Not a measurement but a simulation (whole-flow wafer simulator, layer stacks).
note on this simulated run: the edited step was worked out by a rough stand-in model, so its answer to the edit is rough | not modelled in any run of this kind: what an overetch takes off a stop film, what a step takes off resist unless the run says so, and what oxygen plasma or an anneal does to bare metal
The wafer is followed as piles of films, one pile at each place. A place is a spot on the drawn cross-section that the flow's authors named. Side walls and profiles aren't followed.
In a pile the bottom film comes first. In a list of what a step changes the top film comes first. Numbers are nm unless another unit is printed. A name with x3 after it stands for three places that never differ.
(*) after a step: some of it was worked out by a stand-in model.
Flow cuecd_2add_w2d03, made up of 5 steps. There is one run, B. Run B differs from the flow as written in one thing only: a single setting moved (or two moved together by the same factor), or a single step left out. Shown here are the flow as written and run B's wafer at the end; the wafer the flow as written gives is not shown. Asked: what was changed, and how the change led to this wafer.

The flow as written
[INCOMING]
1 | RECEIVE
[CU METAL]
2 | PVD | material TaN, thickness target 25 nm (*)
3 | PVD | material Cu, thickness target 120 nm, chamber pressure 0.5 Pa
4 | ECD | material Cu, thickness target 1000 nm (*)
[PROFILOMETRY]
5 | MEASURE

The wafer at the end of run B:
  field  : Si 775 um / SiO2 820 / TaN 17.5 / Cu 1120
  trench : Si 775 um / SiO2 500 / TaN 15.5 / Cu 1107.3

What caused this: step 2, PVD: thickness target 17.5 nm was run, though the flow has thickness target 25 nm.
The wafer itself shows it: field has TaN 17.5, and step 2 as written asks for 25 nm.

How this came from the change, step by step:
  2 | PVD | material TaN, thickness target 25 nm (*)
      field: +17.5 TaN (new film) (in the flow as written it would be: +25 TaN (new film))
      trench: +15.5 TaN (new film) (in the flow as written it would be: +22.1 TaN (new film))
